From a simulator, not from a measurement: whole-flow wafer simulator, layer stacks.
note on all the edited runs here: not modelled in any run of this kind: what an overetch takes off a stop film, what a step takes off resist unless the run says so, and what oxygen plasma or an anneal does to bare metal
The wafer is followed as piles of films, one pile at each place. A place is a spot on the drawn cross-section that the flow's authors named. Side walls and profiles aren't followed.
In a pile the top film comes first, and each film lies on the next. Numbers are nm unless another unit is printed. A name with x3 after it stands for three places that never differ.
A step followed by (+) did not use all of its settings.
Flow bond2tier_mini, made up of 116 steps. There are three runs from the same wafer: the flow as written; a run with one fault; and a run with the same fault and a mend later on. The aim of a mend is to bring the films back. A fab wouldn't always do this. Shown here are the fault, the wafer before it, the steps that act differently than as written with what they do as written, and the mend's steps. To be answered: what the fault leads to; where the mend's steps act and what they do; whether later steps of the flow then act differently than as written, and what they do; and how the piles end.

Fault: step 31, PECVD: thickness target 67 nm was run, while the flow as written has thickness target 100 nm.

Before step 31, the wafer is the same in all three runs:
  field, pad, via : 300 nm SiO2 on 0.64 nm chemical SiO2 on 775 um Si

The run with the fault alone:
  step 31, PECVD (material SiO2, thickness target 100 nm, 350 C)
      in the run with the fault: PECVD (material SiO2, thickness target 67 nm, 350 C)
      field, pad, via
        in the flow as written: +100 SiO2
        in the run with the fault: +67 SiO2
  Every later step of the flow that is run acts as written at every place that is followed.
  The piles end different from the flow's at field, pad by more than 2% or 0.5 nm, whichever is larger.
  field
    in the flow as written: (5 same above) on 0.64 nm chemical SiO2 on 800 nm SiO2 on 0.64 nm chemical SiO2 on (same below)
    in the run with the fault: (5 same above) on 0.64 nm chemical SiO2 on 767 nm SiO2 on 0.64 nm chemical SiO2 on (same below)
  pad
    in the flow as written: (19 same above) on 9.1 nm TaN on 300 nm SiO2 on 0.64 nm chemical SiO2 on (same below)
    in the run with the fault: (19 same above) on 9.1 nm TaN on 267 nm SiO2 on 0.64 nm chemical SiO2 on (same below)

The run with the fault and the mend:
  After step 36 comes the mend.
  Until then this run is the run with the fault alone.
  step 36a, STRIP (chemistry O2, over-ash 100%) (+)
      field
        -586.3 KrF resist (all of it)
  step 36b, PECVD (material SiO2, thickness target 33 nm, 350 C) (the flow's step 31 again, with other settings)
      field, pad, via
        +33 SiO2
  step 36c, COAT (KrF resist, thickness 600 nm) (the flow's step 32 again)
      field, pad, via
        +600 KrF resist (new film)
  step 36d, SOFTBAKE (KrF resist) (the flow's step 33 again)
      does not change any film at any place that is followed
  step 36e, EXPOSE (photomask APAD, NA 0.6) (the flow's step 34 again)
      does not change any film at any place that is followed
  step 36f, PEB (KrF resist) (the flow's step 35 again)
      does not change any film at any place that is followed
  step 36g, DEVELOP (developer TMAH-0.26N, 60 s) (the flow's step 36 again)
      pad, via
        -600 KrF resist (all of it)
      field
        -13.7 KrF resist
  Every later step of the flow that is run acts as written at every place that is followed.
  At every place that both follow, the piles at the end match the flow's.
